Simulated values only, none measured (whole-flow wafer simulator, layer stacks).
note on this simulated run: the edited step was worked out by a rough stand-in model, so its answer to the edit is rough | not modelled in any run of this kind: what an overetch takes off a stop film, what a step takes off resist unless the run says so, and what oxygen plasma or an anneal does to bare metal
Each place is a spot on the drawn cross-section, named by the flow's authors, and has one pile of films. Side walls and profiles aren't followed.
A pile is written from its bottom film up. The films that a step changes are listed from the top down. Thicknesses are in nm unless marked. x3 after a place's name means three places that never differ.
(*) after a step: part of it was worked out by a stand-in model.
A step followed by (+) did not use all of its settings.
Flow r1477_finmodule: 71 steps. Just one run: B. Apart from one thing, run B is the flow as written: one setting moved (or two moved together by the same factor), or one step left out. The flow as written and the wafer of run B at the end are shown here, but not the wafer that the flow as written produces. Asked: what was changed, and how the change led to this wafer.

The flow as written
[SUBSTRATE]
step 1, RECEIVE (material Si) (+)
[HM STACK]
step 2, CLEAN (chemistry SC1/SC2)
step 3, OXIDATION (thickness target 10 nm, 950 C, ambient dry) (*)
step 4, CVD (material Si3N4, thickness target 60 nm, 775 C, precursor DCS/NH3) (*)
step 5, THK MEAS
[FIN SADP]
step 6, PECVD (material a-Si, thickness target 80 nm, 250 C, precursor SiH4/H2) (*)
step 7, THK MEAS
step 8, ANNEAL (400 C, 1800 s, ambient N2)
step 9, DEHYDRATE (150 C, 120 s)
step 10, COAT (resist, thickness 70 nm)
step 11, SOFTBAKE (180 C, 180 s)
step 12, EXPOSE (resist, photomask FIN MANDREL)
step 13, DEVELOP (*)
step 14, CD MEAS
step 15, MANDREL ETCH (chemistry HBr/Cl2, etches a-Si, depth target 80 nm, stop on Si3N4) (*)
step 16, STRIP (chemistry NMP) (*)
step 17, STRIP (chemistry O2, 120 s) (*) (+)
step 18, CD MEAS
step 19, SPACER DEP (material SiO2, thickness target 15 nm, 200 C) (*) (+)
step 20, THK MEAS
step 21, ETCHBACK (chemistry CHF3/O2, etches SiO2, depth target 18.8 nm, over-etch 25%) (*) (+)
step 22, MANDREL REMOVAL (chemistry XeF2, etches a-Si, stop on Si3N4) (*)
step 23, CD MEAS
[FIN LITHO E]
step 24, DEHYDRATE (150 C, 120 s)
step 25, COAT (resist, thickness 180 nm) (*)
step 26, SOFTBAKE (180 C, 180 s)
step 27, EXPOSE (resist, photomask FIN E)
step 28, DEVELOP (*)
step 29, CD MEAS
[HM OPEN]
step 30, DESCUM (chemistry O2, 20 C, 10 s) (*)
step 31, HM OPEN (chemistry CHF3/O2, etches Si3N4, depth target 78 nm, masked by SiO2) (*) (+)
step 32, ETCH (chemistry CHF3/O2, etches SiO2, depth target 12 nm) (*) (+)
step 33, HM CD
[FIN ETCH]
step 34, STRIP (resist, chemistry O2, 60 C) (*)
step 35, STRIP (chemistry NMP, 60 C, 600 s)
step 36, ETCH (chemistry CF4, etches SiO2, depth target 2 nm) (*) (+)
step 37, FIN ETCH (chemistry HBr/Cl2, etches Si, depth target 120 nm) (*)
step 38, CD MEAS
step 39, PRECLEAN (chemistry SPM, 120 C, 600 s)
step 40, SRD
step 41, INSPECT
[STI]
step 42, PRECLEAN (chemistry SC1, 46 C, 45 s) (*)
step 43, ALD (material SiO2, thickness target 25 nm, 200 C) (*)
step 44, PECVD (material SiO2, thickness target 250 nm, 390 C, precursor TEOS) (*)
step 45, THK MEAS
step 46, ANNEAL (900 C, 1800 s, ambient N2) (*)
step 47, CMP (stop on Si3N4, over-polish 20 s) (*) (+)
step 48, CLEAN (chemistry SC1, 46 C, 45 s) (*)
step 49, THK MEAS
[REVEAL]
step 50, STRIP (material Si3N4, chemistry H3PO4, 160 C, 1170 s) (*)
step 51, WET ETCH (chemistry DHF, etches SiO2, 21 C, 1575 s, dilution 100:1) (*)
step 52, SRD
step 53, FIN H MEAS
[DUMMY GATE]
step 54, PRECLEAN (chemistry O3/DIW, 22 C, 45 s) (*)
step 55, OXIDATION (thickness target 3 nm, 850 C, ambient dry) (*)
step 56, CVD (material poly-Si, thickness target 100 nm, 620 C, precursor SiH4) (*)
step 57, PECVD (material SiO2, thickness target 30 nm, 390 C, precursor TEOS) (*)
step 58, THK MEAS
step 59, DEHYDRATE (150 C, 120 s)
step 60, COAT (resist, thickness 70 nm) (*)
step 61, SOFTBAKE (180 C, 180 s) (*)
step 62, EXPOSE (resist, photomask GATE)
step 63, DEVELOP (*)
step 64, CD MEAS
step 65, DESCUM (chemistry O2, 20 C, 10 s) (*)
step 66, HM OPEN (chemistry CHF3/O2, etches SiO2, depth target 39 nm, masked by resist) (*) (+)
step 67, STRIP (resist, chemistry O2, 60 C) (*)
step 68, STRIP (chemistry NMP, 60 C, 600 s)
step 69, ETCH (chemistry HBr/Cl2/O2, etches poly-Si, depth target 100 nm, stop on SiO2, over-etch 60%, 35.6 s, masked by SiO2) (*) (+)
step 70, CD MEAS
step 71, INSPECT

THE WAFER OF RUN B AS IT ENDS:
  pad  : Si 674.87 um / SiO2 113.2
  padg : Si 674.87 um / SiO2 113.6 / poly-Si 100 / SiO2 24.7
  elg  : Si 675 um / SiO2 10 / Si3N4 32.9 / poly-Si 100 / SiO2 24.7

What caused this: step 51, WET ETCH: 17.87 C was run, though the flow has 21 C.

The path from the change to this, step by step:
  step 51, WET ETCH (chemistry DHF, etches SiO2, 21 C, 1575 s, dilution 100:1) (*)
      pad, padg, e40sg and 12 more: SiO2 loses 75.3 (in the flow as written it would be: SiO2 loses 85.7)
      elg, e40lg, e100lg, e200lg, elo, e40lo, e100lo, e200lo: SiO2 loses 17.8 (all of it), Si3N4 loses 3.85 (in the flow as written it would be: SiO2 loses 17.8 (all of it), Si3N4 loses 4.97)
      (and at 7 other places as well)
  step 56, CVD (material poly-Si, thickness target 100 nm, 620 C, precursor SiH4) (*)
      s40cg, s40co: poly-Si gains 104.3 (new film) (in the flow as written it would be: poly-Si gains 113.9 (new film))
      s45cg, s45co: poly-Si gains 103.8 (new film) (in the flow as written it would be: poly-Si gains 113.4 (new film))
      (and at 3 other places as well)
  step 60, COAT (resist, thickness 70 nm) (*)
      e40sg, eso, e40so: resist gains 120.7 (new film) (in the flow as written it would be: resist gains 129.5 (new film))
      e100sg, e100so: resist gains 120.6 (new film) (in the flow as written it would be: resist gains 129.4 (new film))
      (and at 8 other places as well)
  step 63, DEVELOP (*)
      eso, e40so: resist loses 120.7 (all of it) (in the flow as written it would be: resist loses 129.5 (all of it))
      e100so: resist loses 120.6 (all of it) (in the flow as written it would be: resist loses 129.4 (all of it))
      (and at 4 other places as well)
  step 67, STRIP (resist, chemistry O2, 60 C) (*)
      e40sg: resist loses 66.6 (all of it) (in the flow as written it would be: resist loses 75.4 (all of it))
      e100sg: resist loses 66.5 (all of it) (in the flow as written it would be: resist loses 75.3 (all of it))
      (and at 4 other places as well)
  step 69, ETCH (chemistry HBr/Cl2/O2, etches poly-Si, depth target 100 nm, stop on SiO2, over-etch 60%, 35.6 s, masked by SiO2) (*) (+)
      s40co: chemical SiO2 loses 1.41 (all of it), poly-Si loses 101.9 (all of it), SiO2 loses 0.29 (in the flow as written it would be: chemical SiO2 loses 1.46 (all of it), poly-Si loses 111.5 (all of it), SiO2 loses 0.24)
      s45co: chemical SiO2 loses 1.41 (all of it), poly-Si loses 101.4 (all of it), SiO2 loses 0.29 (in the flow as written it would be: chemical SiO2 loses 1.46 (all of it), poly-Si loses 110.9 (all of it), SiO2 loses 0.25)
      (and at 1 other place as well)
